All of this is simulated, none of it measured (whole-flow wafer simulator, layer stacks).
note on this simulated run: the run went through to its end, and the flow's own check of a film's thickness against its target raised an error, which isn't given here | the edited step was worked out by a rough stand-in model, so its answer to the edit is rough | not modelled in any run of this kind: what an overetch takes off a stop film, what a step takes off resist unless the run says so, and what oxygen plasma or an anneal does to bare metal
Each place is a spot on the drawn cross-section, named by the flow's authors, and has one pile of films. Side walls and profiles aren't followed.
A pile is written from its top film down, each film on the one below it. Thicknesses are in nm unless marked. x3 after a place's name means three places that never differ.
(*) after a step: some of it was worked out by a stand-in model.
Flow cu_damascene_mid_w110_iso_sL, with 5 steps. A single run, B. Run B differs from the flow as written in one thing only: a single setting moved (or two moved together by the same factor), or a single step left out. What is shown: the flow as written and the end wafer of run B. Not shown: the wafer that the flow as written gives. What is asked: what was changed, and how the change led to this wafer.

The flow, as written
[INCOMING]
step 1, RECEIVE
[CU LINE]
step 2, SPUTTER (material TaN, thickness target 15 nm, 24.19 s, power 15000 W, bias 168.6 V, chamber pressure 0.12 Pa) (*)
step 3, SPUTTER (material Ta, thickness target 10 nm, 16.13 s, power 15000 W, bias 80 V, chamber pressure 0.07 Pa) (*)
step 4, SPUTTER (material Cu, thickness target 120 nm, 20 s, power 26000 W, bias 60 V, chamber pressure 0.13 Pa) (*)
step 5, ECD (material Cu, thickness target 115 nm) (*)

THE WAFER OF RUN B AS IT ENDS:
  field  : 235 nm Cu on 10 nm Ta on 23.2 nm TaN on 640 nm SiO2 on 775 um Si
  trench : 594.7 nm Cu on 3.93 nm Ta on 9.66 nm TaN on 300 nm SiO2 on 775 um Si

The reason: step 2, SPUTTER: 37.49 s was run, while the flow as written has 24.19 s.

The path from the change to this, step by step:
  step 2, SPUTTER (material TaN, thickness target 15 nm, 24.19 s, power 15000 W, bias 168.6 V, chamber pressure 0.12 Pa) (*)
      field: TaN gains 23.2 (new film) (as written it would have been: TaN gains 15 (new film))
      trench: TaN gains 9.66 (new film) (as written it would have been: TaN gains 6.23 (new film))
  step 4, SPUTTER (material Cu, thickness target 120 nm, 20 s, power 26000 W, bias 60 V, chamber pressure 0.13 Pa) (*)
      trench: Cu gains 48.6 (new film) (as written it would have been: Cu gains 49.9 (new film))
